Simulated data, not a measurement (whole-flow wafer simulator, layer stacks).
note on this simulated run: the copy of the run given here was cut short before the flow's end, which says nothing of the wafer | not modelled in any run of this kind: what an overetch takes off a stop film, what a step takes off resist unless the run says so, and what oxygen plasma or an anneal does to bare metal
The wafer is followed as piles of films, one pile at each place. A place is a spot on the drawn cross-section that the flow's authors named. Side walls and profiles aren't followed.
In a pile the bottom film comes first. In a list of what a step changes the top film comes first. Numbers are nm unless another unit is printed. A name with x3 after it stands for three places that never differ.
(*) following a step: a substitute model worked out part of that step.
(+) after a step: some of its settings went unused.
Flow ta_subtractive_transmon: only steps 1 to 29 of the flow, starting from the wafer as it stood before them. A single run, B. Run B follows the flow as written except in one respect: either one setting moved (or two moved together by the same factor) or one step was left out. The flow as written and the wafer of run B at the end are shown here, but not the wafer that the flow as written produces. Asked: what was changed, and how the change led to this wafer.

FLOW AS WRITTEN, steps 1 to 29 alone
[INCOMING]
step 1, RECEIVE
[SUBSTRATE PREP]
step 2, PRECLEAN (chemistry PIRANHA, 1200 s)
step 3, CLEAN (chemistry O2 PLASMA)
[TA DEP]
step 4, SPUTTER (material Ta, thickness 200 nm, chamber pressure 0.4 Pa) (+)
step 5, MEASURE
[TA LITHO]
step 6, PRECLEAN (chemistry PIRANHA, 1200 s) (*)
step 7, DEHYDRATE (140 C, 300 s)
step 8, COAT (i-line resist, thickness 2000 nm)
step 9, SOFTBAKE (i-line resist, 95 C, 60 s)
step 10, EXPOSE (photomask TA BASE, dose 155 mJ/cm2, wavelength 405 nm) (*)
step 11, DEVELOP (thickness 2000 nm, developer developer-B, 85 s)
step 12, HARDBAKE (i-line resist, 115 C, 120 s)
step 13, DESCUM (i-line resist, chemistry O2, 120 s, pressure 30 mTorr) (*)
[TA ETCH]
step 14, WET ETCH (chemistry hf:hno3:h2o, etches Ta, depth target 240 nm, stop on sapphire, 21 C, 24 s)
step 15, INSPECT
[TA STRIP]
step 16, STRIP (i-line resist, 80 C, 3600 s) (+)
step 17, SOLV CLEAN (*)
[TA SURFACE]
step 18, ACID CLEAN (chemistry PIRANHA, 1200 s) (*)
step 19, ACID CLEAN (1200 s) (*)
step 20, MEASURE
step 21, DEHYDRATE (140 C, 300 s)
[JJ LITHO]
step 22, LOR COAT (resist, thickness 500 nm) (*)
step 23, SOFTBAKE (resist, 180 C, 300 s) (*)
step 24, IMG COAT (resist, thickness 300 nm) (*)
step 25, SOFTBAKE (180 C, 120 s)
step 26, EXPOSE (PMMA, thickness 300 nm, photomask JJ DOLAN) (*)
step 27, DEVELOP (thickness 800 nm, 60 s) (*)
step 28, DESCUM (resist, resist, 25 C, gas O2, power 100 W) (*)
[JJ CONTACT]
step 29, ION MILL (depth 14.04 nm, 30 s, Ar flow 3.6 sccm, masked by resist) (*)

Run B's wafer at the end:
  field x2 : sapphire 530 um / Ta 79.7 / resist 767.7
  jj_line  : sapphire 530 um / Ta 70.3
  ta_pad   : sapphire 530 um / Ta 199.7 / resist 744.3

Cause: step 14, WET ETCH: depth target 120 nm was run, whereas the flow has depth target 240 nm; step 14, WET ETCH: 12 s was run, where the flow has 24 s.

The path from the change to this, step by step:
  step 14, WET ETCH (chemistry hf:hno3:h2o, etches Ta, depth target 240 nm, stop on sapphire, 21 C, 24 s)
      field x2, jj_line, lead: Ta loses 120 (in the flow as written it would be: Ta loses 200 (all of it))
  step 22, LOR COAT (resist, thickness 500 nm) (*)
      lead: resist gains 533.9 (new film) (in the flow as written it would be: resist gains 554.8 (new film))
      ta_contact: resist gains 465 (new film) (in the flow as written it would be: resist gains 443.8 (new film))
  step 24, IMG COAT (resist, thickness 300 nm) (*)
      ta_pad: resist gains 288.6 (in the flow as written it would be: resist gains 281.3)
  step 27, DEVELOP (thickness 800 nm, 60 s) (*)
      lead: resist loses 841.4 (all of it) (in the flow as written it would be: resist loses 867.4 (all of it))
      ta_contact: resist loses 757.6 (all of it) (in the flow as written it would be: resist loses 731.2 (all of it))
  step 29, ION MILL (depth 14.04 nm, 30 s, Ar flow 3.6 sccm, masked by resist) (*)
      jj_line, lead: Ta loses 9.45 (in the flow as written it would be: sapphire loses 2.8)
Taking metal films that touch as one body, field x2 has 1 body; the flow as written gives 0 bodies.
Taking metal films that touch as one body, jj_line has 1 body; the flow as written gives 0 bodies.
